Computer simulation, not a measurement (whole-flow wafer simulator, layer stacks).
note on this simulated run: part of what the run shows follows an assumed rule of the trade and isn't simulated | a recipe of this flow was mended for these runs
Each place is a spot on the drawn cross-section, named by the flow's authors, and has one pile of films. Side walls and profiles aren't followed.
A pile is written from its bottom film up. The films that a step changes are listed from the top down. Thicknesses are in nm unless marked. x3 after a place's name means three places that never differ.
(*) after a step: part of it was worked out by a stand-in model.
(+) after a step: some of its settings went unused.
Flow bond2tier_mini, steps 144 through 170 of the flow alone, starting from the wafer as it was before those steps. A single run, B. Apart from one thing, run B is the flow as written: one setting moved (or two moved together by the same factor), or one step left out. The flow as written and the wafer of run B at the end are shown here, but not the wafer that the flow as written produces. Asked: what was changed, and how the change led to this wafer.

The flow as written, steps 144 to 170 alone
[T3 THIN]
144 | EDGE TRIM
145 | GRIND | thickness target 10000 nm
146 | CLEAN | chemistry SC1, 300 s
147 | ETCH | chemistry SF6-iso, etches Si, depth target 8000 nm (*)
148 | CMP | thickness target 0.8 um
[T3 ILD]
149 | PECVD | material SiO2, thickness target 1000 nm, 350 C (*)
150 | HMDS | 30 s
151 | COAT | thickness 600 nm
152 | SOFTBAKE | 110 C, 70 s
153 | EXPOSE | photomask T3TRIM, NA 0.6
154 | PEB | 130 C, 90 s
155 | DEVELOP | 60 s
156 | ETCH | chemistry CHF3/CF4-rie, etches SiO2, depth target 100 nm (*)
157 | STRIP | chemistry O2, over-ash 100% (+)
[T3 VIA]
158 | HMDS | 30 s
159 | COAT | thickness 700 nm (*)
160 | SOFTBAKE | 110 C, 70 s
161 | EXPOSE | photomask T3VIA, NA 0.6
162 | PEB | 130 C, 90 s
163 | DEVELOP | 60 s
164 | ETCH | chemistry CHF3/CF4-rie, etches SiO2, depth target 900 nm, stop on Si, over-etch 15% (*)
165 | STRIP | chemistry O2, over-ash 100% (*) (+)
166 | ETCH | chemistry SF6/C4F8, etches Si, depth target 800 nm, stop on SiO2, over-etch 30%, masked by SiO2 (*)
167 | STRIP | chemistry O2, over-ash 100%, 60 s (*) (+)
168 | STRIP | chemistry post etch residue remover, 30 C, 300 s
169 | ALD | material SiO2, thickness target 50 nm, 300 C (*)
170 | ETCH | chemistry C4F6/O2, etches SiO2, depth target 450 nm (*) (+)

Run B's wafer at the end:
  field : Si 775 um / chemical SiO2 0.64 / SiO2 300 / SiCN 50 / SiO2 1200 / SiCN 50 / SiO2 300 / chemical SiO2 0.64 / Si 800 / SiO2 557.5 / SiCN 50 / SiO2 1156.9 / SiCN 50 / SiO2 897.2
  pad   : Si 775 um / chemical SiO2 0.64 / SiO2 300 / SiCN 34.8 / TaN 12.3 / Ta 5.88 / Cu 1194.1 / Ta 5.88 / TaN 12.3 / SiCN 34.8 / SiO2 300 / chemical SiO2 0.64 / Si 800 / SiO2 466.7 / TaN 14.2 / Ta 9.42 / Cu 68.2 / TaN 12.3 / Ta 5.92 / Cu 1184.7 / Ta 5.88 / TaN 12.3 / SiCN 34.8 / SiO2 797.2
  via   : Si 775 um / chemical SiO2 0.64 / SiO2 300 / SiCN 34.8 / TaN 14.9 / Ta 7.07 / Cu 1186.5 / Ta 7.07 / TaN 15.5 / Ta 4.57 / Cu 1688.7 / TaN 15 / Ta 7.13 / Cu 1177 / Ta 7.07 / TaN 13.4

Cause: step 147, ETCH: depth target 10100 nm was run, though the flow has depth target 8000 nm.

How this came from the change, step by step:
  147 | ETCH | chemistry SF6-iso, etches Si, depth target 8000 nm (*)
      field, pad, via: chemical SiO2 loses 0.6 (all of it), Si loses 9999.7 (all of it), chemical SiO2 loses 0.64 (all of it), SiO2 loses 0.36 (as written it would have been: chemical SiO2 loses 0.6 (all of it), Si loses 8000)
  148 | CMP | thickness target 0.8 um
      field, pad, via: nothing (as written it would have been: Si loses 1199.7)
  149 | PECVD | material SiO2, thickness target 1000 nm, 350 C (*)
      field, pad, via: SiO2 gains 1000 (as written it would have been: SiO2 gains 1000 (new film))
  164 | ETCH | chemistry CHF3/CF4-rie, etches SiO2, depth target 900 nm, stop on Si, over-etch 15% (*)
      via: SiO2 loses 1035 (as written it would have been: SiO2 loses 900 (all of it), Si loses 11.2)
  166 | ETCH | chemistry SF6/C4F8, etches Si, depth target 800 nm, stop on SiO2, over-etch 30%, masked by SiO2 (*)
      via: SiO2 loses 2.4 (as written it would have been: Si loses 788.8 (all of it), chemical SiO2 loses 0.64 (all of it), SiO2 loses 1.87)
      field, pad: SiO2 loses 2.4 (as written it would have been: SiO2 loses 10.3)
  170 | ETCH | chemistry C4F6/O2, etches SiO2, depth target 450 nm (*) (+)
      via: SiO2 loses 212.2 (all of it), SiCN loses 34.8 (all of it), TaN loses 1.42 (as written it would have been: SiO2 loses 348.1 (all of it), SiCN loses 17.2)
